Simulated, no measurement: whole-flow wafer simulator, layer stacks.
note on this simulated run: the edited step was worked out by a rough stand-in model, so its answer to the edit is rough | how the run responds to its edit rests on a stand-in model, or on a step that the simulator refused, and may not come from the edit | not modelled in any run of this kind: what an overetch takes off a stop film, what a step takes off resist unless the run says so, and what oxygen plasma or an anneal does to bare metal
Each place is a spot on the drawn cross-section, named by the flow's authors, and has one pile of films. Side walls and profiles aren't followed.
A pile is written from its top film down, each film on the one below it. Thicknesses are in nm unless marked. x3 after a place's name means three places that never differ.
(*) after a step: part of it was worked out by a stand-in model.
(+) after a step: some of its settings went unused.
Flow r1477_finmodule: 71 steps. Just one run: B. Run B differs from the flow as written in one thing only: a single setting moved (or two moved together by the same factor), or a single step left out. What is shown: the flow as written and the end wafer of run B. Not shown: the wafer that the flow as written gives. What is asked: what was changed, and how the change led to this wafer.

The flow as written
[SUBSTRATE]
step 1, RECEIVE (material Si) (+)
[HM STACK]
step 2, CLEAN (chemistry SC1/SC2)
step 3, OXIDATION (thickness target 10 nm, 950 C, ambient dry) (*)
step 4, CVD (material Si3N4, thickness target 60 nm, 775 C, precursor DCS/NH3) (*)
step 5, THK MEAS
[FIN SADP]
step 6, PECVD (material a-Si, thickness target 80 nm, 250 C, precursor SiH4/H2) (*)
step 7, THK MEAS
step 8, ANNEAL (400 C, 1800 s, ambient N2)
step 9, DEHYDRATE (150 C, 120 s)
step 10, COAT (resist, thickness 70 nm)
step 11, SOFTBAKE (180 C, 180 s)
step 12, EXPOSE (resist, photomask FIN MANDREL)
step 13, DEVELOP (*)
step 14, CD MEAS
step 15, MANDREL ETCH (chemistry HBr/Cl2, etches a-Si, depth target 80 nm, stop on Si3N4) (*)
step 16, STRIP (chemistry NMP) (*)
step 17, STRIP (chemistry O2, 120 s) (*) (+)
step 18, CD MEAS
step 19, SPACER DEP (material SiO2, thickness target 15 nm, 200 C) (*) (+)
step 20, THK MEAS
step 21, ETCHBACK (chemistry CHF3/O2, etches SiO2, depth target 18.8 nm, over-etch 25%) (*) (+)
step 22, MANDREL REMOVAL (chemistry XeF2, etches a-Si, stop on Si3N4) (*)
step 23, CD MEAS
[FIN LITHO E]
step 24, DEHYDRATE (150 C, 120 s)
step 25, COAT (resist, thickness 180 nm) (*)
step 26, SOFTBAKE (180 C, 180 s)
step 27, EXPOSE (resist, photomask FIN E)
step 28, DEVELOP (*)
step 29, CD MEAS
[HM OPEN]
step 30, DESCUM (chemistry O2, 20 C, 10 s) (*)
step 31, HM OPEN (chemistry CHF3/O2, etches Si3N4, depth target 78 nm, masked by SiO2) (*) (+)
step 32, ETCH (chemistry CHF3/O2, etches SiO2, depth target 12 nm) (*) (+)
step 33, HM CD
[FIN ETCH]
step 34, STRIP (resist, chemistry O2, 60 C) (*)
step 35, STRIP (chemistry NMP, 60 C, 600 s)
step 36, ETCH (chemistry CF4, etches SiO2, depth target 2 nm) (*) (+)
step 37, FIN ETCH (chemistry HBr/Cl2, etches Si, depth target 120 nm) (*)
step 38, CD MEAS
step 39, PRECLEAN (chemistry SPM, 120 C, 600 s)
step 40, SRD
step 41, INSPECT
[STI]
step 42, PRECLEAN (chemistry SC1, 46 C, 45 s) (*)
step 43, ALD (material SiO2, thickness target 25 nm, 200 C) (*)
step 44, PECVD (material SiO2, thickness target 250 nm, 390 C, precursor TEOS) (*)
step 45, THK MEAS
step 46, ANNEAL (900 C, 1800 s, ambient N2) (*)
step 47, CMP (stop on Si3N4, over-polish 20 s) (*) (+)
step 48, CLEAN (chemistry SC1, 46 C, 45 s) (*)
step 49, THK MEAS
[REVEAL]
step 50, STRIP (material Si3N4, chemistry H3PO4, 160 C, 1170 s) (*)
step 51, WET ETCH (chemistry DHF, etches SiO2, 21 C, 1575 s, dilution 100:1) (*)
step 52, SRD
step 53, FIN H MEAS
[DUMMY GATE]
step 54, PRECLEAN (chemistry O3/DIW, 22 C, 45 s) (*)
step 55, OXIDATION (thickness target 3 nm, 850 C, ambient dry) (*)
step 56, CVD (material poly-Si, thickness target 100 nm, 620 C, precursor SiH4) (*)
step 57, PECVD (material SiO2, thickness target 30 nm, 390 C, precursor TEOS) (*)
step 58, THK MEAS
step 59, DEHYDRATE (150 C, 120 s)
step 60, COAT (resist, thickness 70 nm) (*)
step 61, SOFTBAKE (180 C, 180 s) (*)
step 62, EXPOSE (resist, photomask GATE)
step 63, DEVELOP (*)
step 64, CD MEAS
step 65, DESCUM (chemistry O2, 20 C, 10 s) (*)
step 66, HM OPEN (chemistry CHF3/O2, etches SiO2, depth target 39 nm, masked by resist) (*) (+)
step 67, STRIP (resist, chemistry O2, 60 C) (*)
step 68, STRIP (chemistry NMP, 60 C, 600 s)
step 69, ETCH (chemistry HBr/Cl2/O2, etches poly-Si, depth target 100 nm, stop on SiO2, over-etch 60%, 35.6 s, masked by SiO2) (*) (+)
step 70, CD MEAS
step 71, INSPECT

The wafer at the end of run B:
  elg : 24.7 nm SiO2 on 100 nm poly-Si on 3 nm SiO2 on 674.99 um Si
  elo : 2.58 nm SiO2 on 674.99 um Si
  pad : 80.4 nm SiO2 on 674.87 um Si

What caused this: step 6, PECVD: thickness target 46 nm was run, whereas the flow has thickness target 80 nm.

The path from the change to this, step by step:
  step 6, PECVD (material a-Si, thickness target 80 nm, 250 C, precursor SiH4/H2) (*)
      pad, padg, elg and 33 more: +46 a-Si (new film) (as written it would have been: +80 a-Si (new film))
  step 15, MANDREL ETCH (chemistry HBr/Cl2, etches a-Si, depth target 80 nm, stop on Si3N4) (*)
      pad, padg, elg and 27 more: -46 a-Si (all of it) (as written it would have been: -80 a-Si (all of it))
      s40cg, s45cg, s50cg, s40co, s45co, s50co: -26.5 resist (as written it would have been: -30.7 resist)
  step 16, STRIP (chemistry NMP) (*)
      s40cg, s45cg, s50cg, s40co, s45co, s50co: -43.5 resist (all of it) (as written it would have been: -39.3 resist (all of it))
  step 21, ETCHBACK (chemistry CHF3/O2, etches SiO2, depth target 18.8 nm, over-etch 25%) (*) (+)
      s40sg_line, s45sg_line, s50sg_line, s40so_line, s45so_line, s50so_line: +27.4 SiO2 (as written it would have been: +61.4 SiO2)
  step 22, MANDREL REMOVAL (chemistry XeF2, etches a-Si, stop on Si3N4) (*)
      s40cg, s45cg, s50cg, s40co, s45co, s50co: -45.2 a-Si (all of it) (as written it would have been: -79.2 a-Si (all of it))
  step 25, COAT (resist, thickness 180 nm) (*)
      s40cg, s40co: +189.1 resist (new film) (as written it would have been: +197.6 resist (new film))
      s40sg, s40so: +192.7 resist (new film) (as written it would have been: +201.2 resist (new film))
      (also at 14 further places)
  step 28, DEVELOP (*)
      s40cg, s40co: -189.1 resist (all of it) (as written it would have been: -197.6 resist (all of it))
      s40sg, s40so: -192.7 resist (all of it) (as written it would have been: -201.2 resist (all of it))
      (also at 14 further places)
  step 32, ETCH (chemistry CHF3/O2, etches SiO2, depth target 12 nm) (*) (+)
      s40sg_line, s45sg_line, s50sg_line, s40so_line, s45so_line, s50so_line: -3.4 SiO2 (all of it) (as written it would have been: -12 SiO2)
      pad, padg, e40sg and 11 more: -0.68 Si (as written it would have been: -2.4 Si)
      (also at 16 further places)
  step 34, STRIP (resist, chemistry O2, 60 C) (*)
      elg, e40lg, e100lg, e200lg, elo, e40lo, e100lo, e200lo: -82 resist (all of it) (as written it would have been: -73.8 resist (all of it))
  step 36, ETCH (chemistry CF4, etches SiO2, depth target 2 nm) (*) (+)
      elg, e40lg, e100lg, e200lg, elo, e40lo, e100lo, e200lo: nothing (as written it would have been: -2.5 Si3N4)
      s40sg_line, s45sg_line, s50sg_line, s40so_line, s45so_line, s50so_line: nothing (as written it would have been: -2 SiO2)
  step 37, FIN ETCH (chemistry HBr/Cl2, etches Si, depth target 120 nm) (*)
      s40sg_line, s45sg_line, s50sg_line, s40so_line, s45so_line, s50so_line: -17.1 Si3N4 (as written it would have been: -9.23 SiO2)
  step 43, ALD (material SiO2, thickness target 25 nm, 200 C) (*)
      s40sg_line, s45sg_line, s50sg_line, s40so_line, s45so_line, s50so_line: +25 SiO2 (new film) (as written it would have been: +25 SiO2)
      s40cg, s45cg, s50cg, s40co, s45co, s50co: +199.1 SiO2 (new film) (as written it would have been: +232.1 SiO2 (new film))
  step 47, CMP (stop on Si3N4, over-polish 20 s) (*) (+)
      elg, e40lg, e100lg, e200lg, elo, e40lo, e100lo, e200lo: -263.8 SiO2 (all of it), -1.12 Si3N4 (as written it would have been: -241.6 SiO2)
      pad, padg, e40sg and 11 more: -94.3 SiO2 (as written it would have been: -71.8 SiO2)
      (also at 14 further places)
  step 50, STRIP (material Si3N4, chemistry H3PO4, 160 C, 1170 s) (*)
      elg, e40lg, e100lg, e200lg, elo, e40lo, e100lo, e200lo: -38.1 Si3N4 (all of it), -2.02 SiO2 (as written it would have been: -4.28 SiO2)
      s40sg_line, s45sg_line, s50sg_line, s40so_line, s45so_line, s50so_line: -38.1 Si3N4 (all of it), -2.02 SiO2 (as written it would have been: -58.9 Si3N4 (all of it), -1.37 SiO2)
  step 51, WET ETCH (chemistry DHF, etches SiO2, 21 C, 1575 s, dilution 100:1) (*)
      elg, e40lg, e100lg, e200lg, elo, e40lo, e100lo, e200lo: -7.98 SiO2 (all of it) (as written it would have been: -17.8 SiO2 (all of it), -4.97 Si3N4)
      s40sg_line, s45sg_line, s50sg_line, s40so_line, s45so_line, s50so_line: -7.98 SiO2 (all of it) (as written it would have been: -8.63 SiO2 (all of it))
  step 54, PRECLEAN (chemistry O3/DIW, 22 C, 45 s) (*)
      elg, e40lg, e100lg, e200lg, elo, e40lo, e100lo, e200lo: +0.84 chemical SiO2 (new film), -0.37 Si (as written it would have been: nothing)
  ... 5 further steps ...
  step 69, ETCH (chemistry HBr/Cl2/O2, etches poly-Si, depth target 100 nm, stop on SiO2, over-etch 60%, 35.6 s, masked by SiO2) (*) (+)
      s40co: -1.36 chemical SiO2 (all of it), -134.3 poly-Si (all of it), -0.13 SiO2 (as written it would have been: -1.46 chemical SiO2 (all of it), -111.5 poly-Si (all of it), -0.24 SiO2)
      s45co: -1.36 chemical SiO2 (all of it), -134.3 poly-Si (all of it), -0.13 SiO2 (as written it would have been: -1.46 chemical SiO2 (all of it), -110.9 poly-Si (all of it), -0.25 SiO2)
      (also at 1 further place)
